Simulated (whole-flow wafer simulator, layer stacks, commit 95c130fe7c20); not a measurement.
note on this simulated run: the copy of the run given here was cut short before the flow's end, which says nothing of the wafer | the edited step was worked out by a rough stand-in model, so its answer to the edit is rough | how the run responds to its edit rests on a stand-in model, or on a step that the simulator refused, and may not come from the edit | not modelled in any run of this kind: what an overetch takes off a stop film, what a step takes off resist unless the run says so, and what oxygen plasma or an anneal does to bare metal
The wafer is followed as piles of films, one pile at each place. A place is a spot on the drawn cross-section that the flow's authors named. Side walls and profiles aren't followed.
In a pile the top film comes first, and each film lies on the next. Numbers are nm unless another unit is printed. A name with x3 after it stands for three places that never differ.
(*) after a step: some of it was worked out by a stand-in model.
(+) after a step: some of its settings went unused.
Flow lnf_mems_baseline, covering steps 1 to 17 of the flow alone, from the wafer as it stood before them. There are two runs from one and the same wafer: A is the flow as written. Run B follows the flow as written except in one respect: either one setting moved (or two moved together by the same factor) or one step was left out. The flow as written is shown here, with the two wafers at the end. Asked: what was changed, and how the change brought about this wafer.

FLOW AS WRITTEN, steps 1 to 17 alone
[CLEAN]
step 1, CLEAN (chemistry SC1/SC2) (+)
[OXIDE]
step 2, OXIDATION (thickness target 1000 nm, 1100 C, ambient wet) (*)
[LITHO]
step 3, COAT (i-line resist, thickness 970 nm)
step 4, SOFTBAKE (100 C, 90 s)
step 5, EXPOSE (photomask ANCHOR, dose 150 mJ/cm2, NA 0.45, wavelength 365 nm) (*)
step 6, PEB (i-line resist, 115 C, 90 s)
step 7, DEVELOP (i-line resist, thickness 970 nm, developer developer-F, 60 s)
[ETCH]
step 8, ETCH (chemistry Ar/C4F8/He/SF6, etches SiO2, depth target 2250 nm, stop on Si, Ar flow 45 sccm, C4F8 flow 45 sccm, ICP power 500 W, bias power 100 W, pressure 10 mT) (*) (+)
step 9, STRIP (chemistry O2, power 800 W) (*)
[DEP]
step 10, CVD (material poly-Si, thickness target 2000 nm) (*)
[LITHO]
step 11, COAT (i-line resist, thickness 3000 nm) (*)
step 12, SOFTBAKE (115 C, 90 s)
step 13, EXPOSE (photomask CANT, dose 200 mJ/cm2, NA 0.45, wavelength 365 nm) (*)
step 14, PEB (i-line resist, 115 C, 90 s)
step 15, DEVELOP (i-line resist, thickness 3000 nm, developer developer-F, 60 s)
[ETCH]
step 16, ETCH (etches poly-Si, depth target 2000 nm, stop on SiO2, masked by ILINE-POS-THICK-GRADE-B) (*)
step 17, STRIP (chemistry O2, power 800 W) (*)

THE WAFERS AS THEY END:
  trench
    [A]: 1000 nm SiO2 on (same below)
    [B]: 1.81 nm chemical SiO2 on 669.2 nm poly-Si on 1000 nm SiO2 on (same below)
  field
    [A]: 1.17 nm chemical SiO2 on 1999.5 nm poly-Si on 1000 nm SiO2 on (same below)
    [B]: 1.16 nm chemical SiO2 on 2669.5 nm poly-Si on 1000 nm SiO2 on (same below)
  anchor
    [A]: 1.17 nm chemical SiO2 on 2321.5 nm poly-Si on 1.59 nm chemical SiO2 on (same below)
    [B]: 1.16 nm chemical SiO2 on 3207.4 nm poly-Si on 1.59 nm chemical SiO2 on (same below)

The reason: step 10, CVD: thickness target 2670 nm was run, though the flow has thickness target 2000 nm.

How this came from the change, step by step:
  step 10, CVD (material poly-Si, thickness target 2000 nm) (*)
      field, beam, trench, char_slit: A poly-Si gains 2000 (new film) | B poly-Si gains 2670 (new film)
      anchor: A poly-Si gains 2322 (new film) | B poly-Si gains 3207.9 (new film)
  step 11, COAT (i-line resist, thickness 3000 nm) (*)
      anchor: A i-line resist gains 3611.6 (new film) | B i-line resist gains 3407.3 (new film)
  step 12, SOFTBAKE (115 C, 90 s)
      field: A i-line resist loses 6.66 | B i-line resist loses 5.54
      anchor: A i-line resist gains 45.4 | B i-line resist gains 37.2
      (and at 2 other places as well)
  step 14, PEB (i-line resist, 115 C, 90 s)
      anchor: A i-line resist loses 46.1 | B i-line resist loses 42.3
  step 16, ETCH (etches poly-Si, depth target 2000 nm, stop on SiO2, masked by ILINE-POS-THICK-GRADE-B) (*)
      trench, char_slit: A poly-Si loses 2000 (all of it) | B poly-Si loses 2000
  step 17, STRIP (chemistry O2, power 800 W) (*)
      trench, char_slit: A nothing | B chemical SiO2 gains 1.81 (new film), poly-Si loses 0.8
      anchor: A chemical SiO2 gains 1.17 (new film), i-line resist loses 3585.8 (all of it), poly-Si loses 0.52 | B chemical SiO2 gains 1.16 (new film), i-line resist loses 3377 (all of it), poly-Si loses 0.51
